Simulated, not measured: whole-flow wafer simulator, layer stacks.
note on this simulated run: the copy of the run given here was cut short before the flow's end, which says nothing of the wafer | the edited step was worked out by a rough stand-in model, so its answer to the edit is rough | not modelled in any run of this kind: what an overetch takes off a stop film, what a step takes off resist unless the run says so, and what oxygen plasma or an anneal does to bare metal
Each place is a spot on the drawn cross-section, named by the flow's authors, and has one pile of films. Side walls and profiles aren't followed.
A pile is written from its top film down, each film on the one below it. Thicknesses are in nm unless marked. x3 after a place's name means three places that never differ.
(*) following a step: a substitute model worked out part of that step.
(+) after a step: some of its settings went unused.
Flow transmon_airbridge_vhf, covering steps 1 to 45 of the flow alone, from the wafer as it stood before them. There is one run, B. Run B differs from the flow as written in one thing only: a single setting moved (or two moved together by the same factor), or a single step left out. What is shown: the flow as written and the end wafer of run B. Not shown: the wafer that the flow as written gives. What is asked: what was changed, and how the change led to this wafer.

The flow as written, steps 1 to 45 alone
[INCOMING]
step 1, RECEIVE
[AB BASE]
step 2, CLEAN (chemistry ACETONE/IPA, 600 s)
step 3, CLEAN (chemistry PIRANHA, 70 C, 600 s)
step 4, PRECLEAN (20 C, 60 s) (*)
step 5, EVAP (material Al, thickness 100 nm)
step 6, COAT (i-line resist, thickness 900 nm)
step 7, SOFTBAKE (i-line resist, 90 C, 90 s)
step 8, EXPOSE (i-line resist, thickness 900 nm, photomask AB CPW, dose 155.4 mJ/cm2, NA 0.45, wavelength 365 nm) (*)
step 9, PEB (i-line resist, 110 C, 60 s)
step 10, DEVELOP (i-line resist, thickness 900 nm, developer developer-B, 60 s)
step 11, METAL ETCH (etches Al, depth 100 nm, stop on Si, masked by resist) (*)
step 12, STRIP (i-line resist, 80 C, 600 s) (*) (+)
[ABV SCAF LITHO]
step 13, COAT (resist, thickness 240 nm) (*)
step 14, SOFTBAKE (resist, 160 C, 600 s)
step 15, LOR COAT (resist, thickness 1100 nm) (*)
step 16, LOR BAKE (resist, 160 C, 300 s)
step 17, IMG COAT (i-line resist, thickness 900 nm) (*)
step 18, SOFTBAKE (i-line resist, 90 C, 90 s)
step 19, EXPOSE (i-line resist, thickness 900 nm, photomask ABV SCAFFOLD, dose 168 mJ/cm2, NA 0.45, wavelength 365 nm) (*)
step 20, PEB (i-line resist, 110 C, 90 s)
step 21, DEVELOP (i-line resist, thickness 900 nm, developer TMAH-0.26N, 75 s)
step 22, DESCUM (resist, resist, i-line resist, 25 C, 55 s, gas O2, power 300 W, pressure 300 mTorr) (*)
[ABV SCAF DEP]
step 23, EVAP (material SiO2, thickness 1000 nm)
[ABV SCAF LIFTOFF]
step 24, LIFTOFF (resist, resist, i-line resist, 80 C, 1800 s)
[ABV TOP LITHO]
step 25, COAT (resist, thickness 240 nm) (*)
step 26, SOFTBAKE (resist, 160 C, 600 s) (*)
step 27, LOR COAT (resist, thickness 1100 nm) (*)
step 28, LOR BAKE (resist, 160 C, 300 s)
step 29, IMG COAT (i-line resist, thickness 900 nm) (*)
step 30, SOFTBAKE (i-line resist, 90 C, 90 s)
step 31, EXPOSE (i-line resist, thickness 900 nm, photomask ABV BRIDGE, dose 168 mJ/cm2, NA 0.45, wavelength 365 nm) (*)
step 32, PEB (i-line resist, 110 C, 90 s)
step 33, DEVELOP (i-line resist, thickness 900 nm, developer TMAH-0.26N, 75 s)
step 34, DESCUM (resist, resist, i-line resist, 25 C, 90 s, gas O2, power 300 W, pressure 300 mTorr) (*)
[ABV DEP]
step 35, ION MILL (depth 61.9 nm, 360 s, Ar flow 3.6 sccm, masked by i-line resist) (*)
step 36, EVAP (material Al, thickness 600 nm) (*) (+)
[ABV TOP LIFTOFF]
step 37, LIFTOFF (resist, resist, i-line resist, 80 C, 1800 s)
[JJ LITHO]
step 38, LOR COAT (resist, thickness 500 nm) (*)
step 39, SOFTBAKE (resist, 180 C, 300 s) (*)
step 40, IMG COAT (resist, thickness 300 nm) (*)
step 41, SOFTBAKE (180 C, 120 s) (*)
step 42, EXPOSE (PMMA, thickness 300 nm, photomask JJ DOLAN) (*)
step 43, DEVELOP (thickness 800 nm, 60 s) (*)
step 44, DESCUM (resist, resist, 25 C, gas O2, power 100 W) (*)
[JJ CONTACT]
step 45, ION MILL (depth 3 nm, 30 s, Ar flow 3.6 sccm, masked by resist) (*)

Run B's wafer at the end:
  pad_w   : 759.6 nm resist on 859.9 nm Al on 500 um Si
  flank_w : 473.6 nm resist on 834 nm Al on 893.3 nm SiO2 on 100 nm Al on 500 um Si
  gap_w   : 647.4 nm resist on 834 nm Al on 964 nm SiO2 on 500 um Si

What caused this: step 36, EVAP: thickness 834 nm was run, whereas the flow has thickness 600 nm.
One can read it off the wafer: flank_w has Al 834, and step 36 as written asks for 600 nm.

How this came from the change, step by step:
  step 36, EVAP (material Al, thickness 600 nm) (*) (+)
      field x3, jj_line, ground_far and 10 more: +834 Al (new film) (in the flow as written it would be: +600 Al (new film))
      pad_w, pad_e: +821.8 Al (in the flow as written it would be: +591.2 Al)
  step 37, LIFTOFF (resist, resist, i-line resist, 80 C, 1800 s)
      field x3, jj_line, trace_open_s x2: -834 Al (all of it), -600 i-line resist (all of it), -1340 resist (all of it) (in the flow as written it would be: -600 Al (all of it), -600 i-line resist (all of it), -1340 resist (all of it))
      margin_s, margin_n: -834 Al (all of it), -318.3 i-line resist (all of it), -992 resist (all of it) (in the flow as written it would be: -600 Al (all of it), -318.3 i-line resist (all of it), -992 resist (all of it))
      (as well as at 1 more place)
  step 38, LOR COAT (resist, thickness 500 nm) (*)
      pad_w, pad_e: +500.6 resist (new film) (in the flow as written it would be: +517 resist (new film))
      gap_w, gap_e: +441.4 resist (new film) (in the flow as written it would be: +450.7 resist (new film))
      (as well as at 4 more places)
  step 40, IMG COAT (resist, thickness 300 nm) (*)
      pad_w, pad_e: +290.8 resist (in the flow as written it would be: +300.1 resist)
      flank_w, flank_e: +204.5 resist (in the flow as written it would be: +212.1 resist)
      (as well as at 4 more places)
